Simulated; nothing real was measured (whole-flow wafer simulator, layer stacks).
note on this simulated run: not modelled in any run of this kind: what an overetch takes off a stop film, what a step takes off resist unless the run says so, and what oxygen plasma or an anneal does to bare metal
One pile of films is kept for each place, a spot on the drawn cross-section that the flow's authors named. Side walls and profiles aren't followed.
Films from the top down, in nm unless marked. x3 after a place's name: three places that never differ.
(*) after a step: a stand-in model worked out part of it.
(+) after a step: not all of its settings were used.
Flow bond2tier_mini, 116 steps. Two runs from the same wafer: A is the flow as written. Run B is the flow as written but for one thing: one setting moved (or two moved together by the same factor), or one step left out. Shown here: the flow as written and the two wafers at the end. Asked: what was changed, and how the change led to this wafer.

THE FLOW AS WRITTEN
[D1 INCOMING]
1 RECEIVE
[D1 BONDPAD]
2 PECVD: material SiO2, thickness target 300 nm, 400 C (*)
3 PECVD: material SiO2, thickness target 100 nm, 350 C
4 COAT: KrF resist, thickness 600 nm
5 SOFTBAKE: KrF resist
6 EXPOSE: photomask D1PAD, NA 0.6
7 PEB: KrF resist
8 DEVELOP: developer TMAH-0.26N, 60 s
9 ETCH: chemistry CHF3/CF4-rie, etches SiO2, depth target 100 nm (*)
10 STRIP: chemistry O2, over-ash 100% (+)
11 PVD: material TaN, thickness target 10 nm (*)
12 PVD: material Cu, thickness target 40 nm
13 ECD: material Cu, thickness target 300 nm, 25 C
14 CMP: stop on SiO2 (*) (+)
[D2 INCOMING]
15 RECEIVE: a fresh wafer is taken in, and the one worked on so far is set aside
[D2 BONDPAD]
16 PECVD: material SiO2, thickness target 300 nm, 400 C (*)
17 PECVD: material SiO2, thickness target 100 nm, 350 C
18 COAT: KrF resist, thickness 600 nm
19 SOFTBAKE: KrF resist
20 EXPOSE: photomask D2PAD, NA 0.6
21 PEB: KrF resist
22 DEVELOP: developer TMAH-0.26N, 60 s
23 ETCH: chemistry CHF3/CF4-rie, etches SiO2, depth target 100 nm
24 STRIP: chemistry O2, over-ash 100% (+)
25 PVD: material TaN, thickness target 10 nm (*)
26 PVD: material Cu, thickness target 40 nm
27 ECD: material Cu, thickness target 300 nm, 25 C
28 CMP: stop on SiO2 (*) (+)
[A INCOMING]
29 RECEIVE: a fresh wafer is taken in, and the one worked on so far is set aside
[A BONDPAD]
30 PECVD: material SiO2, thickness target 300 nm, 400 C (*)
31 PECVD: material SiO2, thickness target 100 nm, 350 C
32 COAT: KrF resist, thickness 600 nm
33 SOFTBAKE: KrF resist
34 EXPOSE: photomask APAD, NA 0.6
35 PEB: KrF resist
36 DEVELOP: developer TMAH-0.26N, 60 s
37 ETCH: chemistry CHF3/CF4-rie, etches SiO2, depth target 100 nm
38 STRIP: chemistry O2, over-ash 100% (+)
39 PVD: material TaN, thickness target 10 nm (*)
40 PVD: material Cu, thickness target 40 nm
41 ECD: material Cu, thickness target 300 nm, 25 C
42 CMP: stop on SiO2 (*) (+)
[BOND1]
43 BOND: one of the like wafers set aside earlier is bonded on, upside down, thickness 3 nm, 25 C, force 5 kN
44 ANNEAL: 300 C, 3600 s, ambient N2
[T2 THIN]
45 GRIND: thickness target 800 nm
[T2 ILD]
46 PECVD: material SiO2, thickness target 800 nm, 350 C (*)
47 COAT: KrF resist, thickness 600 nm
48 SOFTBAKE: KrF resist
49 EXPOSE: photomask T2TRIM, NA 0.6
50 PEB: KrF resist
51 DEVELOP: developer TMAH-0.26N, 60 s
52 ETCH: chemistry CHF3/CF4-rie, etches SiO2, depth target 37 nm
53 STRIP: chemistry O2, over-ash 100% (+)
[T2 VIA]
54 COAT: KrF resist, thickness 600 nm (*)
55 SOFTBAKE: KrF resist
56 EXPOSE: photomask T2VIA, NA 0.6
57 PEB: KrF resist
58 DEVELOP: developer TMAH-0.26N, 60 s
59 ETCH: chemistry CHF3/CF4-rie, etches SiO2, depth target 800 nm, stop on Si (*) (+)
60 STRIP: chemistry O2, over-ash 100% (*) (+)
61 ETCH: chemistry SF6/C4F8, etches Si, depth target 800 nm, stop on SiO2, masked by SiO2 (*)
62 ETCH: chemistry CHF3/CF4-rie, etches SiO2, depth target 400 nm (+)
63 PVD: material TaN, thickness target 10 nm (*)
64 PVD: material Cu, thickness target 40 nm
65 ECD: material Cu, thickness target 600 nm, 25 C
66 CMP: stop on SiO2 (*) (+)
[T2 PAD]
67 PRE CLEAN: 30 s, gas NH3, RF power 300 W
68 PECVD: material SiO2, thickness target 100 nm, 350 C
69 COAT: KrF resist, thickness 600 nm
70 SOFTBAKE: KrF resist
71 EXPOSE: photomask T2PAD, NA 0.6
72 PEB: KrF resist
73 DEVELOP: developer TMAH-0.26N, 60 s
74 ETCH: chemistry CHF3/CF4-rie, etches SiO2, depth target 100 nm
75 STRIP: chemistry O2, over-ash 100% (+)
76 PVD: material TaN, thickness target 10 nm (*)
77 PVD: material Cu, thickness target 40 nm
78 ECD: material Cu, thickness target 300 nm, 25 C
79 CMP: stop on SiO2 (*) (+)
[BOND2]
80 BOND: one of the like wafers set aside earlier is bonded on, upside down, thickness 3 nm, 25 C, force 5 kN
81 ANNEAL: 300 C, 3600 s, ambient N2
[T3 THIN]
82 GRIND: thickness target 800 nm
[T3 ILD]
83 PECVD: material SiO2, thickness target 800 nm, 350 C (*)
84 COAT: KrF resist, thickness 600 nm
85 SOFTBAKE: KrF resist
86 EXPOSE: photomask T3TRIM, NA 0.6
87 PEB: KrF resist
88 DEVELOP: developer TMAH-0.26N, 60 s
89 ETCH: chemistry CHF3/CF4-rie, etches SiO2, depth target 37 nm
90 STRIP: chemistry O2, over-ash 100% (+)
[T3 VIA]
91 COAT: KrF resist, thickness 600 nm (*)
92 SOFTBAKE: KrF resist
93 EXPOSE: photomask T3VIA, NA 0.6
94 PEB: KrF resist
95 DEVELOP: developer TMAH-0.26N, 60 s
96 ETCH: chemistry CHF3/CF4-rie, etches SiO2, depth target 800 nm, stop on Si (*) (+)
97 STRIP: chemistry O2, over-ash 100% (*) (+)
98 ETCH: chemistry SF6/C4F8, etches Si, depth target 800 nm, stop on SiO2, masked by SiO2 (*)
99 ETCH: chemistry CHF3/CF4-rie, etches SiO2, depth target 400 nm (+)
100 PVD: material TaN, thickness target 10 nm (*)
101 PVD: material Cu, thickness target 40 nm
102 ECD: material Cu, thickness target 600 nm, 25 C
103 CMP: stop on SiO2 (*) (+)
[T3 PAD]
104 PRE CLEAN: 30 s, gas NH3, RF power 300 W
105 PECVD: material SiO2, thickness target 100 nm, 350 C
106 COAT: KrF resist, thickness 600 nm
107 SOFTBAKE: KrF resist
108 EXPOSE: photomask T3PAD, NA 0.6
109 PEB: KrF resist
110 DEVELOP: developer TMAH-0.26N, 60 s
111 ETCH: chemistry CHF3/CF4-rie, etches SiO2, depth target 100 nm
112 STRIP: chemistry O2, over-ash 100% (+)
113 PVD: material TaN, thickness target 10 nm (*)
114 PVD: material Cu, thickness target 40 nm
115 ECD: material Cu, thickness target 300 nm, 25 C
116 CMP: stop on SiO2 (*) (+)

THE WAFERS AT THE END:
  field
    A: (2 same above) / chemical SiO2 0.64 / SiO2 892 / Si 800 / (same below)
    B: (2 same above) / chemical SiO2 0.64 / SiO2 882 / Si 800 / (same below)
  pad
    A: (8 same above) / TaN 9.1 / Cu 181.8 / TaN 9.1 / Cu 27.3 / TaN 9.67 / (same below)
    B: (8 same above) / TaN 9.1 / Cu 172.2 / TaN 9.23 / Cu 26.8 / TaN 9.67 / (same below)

The cause: step 68, PECVD: thickness target 90 nm was run, where the flow has thickness target 100 nm; step 69, COAT: thickness 540 nm was run, where the flow has thickness 600 nm.

How the change led to this, step by step:
  68 PECVD: material SiO2, thickness target 100 nm, 350 C
      field: A SiO2 +100 | B SiO2 +90
      pad: A SiO2 +100 (new film) | B SiO2 +90 (new film)
  69 COAT: KrF resist, thickness 600 nm
      field, pad: A KrF resist +600 (new film) | B KrF resist +540 (new film)
  73 DEVELOP: developer TMAH-0.26N, 60 s
      pad: A KrF resist -600 (all of it) | B KrF resist -540 (all of it)
  74 ETCH: chemistry CHF3/CF4-rie, etches SiO2, depth target 100 nm
      pad: A SiO2 -100 (all of it) | B SiO2 -90 (all of it), Cu -0.5
  75 STRIP: chemistry O2, over-ash 100% (+)
      field: A KrF resist -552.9 (all of it) | B KrF resist -492.9 (all of it)
  78 ECD: material Cu, thickness target 300 nm, 25 C
      pad: A Cu +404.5 | B Cu +394.5
